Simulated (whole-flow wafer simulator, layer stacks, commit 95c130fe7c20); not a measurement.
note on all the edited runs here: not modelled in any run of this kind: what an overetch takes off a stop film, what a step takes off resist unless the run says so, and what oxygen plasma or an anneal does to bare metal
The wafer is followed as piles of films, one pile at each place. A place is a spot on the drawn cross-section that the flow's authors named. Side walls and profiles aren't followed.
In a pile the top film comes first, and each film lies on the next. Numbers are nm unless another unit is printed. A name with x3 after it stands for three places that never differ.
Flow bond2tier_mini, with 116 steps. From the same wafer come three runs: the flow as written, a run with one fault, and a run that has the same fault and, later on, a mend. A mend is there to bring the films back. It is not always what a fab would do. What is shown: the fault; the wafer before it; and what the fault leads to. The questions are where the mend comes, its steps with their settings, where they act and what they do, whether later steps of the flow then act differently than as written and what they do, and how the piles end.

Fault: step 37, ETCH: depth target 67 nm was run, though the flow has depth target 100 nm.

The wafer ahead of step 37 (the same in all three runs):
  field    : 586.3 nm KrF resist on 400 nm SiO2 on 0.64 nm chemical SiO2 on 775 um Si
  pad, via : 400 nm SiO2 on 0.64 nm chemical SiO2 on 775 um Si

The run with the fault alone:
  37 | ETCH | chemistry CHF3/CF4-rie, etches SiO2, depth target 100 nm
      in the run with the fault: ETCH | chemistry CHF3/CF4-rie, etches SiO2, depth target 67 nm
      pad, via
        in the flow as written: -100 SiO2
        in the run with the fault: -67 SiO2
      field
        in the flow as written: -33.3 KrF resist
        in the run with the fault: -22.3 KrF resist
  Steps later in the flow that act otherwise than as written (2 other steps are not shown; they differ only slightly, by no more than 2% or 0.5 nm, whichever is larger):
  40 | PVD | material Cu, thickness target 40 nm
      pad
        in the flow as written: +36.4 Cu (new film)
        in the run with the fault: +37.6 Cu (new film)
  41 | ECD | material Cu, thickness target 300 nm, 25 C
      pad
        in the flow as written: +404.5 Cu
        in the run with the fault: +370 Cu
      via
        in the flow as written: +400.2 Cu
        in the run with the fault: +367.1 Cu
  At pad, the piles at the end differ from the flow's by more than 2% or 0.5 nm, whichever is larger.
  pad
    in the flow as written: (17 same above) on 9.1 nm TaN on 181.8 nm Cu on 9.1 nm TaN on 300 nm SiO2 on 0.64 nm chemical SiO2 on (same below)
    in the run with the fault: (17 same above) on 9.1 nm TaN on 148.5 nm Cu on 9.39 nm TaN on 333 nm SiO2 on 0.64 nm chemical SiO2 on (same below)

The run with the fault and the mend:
  The mend stands after step 37.
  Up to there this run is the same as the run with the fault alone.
  37a | ETCH | chemistry CHF3/CF4-rie, etches SiO2, depth target 33 nm (the flow's step 37 again, with other settings)
      pad, via
        -33 SiO2
      field
        -11 KrF resist
  Later steps of the flow that are run all act as written at every place that is followed.
  The piles end the same as the flow's at every place that both follow.
